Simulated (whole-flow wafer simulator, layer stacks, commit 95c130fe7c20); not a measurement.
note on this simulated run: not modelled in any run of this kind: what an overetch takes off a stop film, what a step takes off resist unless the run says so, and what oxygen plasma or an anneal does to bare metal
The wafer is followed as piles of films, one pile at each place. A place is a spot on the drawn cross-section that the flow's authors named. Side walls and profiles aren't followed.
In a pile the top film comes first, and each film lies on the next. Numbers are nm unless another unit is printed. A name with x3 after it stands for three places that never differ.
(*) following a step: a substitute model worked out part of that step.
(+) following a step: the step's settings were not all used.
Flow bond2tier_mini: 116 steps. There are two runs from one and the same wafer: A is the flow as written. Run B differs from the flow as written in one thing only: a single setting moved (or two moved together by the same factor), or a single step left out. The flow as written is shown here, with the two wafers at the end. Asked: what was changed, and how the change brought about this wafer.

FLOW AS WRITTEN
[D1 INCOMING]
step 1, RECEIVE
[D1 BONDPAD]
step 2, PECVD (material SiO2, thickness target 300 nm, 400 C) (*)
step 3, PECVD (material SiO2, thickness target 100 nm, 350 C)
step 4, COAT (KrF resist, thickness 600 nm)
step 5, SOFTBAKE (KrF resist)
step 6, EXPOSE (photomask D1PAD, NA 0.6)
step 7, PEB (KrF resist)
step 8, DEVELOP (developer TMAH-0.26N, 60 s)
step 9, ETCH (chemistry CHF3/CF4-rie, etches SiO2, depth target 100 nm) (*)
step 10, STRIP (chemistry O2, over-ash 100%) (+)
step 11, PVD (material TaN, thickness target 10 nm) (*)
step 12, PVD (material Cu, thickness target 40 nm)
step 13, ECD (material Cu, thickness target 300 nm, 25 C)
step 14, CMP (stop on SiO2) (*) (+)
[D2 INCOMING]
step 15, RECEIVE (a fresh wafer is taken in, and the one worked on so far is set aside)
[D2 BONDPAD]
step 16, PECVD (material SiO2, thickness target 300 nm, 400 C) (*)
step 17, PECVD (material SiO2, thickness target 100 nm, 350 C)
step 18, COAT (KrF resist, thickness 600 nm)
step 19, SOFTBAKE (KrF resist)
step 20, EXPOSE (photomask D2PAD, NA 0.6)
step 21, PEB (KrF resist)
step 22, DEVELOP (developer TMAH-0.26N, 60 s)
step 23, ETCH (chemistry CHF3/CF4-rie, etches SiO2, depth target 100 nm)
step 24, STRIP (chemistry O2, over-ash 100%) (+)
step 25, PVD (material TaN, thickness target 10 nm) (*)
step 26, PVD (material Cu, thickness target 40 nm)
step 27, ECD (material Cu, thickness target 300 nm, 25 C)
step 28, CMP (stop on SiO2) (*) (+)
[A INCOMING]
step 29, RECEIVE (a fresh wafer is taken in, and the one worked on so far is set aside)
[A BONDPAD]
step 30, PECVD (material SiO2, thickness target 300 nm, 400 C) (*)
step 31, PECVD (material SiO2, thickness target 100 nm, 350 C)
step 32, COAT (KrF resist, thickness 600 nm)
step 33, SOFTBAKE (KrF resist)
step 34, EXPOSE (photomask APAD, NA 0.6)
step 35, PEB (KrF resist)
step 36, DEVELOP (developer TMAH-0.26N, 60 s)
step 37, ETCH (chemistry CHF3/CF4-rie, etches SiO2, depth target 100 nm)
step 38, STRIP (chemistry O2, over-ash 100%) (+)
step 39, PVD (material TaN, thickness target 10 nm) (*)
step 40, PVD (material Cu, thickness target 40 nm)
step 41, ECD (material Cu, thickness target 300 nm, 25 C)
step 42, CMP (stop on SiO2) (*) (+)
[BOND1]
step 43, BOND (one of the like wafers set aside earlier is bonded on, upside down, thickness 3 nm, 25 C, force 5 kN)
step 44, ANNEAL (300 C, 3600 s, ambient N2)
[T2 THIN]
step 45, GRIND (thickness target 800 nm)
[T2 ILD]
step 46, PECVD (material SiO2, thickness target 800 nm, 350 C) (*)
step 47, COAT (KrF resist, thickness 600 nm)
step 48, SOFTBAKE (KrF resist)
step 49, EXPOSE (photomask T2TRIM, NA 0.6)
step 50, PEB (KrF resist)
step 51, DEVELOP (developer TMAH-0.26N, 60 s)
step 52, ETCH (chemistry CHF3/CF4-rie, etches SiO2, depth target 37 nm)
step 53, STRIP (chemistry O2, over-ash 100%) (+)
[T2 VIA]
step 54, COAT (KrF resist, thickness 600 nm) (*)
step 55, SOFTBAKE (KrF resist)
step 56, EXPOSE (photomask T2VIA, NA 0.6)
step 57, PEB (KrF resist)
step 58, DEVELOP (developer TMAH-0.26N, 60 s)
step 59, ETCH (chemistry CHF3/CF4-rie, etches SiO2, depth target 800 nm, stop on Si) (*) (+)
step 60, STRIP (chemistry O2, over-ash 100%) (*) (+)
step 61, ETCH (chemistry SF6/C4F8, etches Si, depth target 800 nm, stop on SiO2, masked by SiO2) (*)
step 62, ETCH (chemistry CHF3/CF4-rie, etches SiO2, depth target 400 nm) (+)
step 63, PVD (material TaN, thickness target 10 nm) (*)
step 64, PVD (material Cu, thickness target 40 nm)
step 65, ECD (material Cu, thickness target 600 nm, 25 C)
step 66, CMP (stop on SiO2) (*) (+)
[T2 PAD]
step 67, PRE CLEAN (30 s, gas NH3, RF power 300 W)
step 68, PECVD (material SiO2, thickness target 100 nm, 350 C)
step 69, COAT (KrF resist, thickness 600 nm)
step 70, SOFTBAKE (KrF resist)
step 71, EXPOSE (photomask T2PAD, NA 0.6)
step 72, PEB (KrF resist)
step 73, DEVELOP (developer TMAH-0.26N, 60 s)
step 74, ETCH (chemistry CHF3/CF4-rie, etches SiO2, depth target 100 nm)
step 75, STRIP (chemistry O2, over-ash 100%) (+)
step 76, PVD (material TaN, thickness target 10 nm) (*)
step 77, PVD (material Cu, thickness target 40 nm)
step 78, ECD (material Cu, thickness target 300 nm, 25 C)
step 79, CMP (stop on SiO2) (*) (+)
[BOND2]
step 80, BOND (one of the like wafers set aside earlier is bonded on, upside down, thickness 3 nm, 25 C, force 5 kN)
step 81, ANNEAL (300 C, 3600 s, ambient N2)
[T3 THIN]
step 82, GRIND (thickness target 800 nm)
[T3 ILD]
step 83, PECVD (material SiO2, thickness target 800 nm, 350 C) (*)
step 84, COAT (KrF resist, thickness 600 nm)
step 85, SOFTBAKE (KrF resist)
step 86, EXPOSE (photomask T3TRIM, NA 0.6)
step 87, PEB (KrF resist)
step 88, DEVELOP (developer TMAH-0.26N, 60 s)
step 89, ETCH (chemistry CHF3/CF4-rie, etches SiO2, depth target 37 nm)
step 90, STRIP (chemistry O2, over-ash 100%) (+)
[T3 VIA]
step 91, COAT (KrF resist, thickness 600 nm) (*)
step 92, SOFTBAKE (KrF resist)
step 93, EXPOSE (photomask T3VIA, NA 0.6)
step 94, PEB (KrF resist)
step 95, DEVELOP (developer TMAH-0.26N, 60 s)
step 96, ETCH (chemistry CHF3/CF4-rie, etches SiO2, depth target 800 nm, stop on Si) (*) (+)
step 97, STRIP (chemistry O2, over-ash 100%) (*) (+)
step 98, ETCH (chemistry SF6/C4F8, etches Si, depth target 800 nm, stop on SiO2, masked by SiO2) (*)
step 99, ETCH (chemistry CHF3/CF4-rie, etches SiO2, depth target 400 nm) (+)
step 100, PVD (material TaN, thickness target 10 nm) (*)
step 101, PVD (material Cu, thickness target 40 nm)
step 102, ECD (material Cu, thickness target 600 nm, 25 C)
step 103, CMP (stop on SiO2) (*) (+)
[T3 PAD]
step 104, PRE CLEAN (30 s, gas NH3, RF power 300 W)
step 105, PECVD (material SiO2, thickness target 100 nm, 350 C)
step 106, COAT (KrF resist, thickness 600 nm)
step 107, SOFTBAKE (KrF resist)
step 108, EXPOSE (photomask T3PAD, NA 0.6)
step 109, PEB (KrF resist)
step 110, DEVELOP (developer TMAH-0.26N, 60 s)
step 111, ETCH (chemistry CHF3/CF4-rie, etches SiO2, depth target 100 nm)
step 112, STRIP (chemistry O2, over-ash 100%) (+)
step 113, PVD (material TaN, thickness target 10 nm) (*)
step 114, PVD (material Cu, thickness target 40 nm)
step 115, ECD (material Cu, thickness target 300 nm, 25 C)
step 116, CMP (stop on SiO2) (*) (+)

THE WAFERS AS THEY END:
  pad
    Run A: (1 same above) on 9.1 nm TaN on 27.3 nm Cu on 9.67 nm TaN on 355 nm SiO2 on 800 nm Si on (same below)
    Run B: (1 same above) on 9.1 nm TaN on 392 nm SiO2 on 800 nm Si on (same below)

The reason: step 89, ETCH: chemistry CHF3/CF4-rie, etches SiO2, depth target 37 nm, was not run.

How this came from the change, step by step:
  step 90, STRIP (chemistry O2, over-ash 100%) (+)
      field: A -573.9 KrF resist (all of it) | B -586.3 KrF resist (all of it)
  step 91, COAT (KrF resist, thickness 600 nm) (*)
      field: A +584.3 KrF resist (new film) | B +600 KrF resist (new film)
      pad: A +616.4 KrF resist (new film) | B +600 KrF resist (new film)
  step 97, STRIP (chemistry O2, over-ash 100%) (*) (+)
      field: A -303.9 KrF resist (all of it) | B -319.6 KrF resist (all of it)
      pad: A -336 KrF resist (all of it) | B -319.6 KrF resist (all of it)
  step 101, PVD (material Cu, thickness target 40 nm)
      pad: A +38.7 Cu (new film) | B +40 Cu (new film)
  step 102, ECD (material Cu, thickness target 600 nm, 25 C)
      pad: A +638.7 Cu | B +600 Cu
  step 103, CMP (stop on SiO2) (*) (+)
      pad: A -650 Cu | B -640 Cu (all of it), -10 TaN (all of it)
  step 105, PECVD (material SiO2, thickness target 100 nm, 350 C)
      pad: A +100 SiO2 (new film) | B +100 SiO2
  step 111, ETCH (chemistry CHF3/CF4-rie, etches SiO2, depth target 100 nm)
      pad: A -100 SiO2 (all of it) | B -100 SiO2
